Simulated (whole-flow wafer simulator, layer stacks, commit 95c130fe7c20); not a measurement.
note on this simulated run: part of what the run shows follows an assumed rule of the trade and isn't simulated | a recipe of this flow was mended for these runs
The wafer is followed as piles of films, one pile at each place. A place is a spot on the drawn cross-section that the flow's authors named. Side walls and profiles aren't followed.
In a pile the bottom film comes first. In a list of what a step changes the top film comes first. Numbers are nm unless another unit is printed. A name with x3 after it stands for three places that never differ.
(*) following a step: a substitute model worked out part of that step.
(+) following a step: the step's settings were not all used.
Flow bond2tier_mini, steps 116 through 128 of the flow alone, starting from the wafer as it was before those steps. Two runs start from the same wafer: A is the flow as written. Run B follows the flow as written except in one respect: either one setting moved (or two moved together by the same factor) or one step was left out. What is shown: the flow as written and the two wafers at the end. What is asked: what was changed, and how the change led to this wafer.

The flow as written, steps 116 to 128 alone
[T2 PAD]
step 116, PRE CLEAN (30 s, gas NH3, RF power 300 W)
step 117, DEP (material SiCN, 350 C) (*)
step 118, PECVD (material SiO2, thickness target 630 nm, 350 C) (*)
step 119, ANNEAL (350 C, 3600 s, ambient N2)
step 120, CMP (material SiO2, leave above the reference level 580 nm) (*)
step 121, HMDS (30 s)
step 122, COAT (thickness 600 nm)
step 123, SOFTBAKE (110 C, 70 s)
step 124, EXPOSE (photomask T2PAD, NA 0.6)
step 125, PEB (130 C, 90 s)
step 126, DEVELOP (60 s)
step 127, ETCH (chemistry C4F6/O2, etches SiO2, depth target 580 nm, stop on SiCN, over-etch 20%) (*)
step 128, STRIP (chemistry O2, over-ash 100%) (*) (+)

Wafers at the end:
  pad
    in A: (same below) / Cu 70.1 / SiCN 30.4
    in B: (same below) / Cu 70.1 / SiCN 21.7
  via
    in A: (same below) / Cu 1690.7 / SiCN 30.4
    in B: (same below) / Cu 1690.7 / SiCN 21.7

Cause: step 127, ETCH: depth target 623.3 nm was run, while the flow as written has depth target 580 nm.

Step by step, how the change led to this:
  step 127, ETCH (chemistry C4F6/O2, etches SiO2, depth target 580 nm, stop on SiCN, over-etch 20%) (*)
      pad, via: A SiO2 loses 580 (all of it), SiCN loses 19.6 | B SiO2 loses 580 (all of it), SiCN loses 28.3
      field: A thick-KrF-resist loses 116 | B thick-KrF-resist loses 124.7
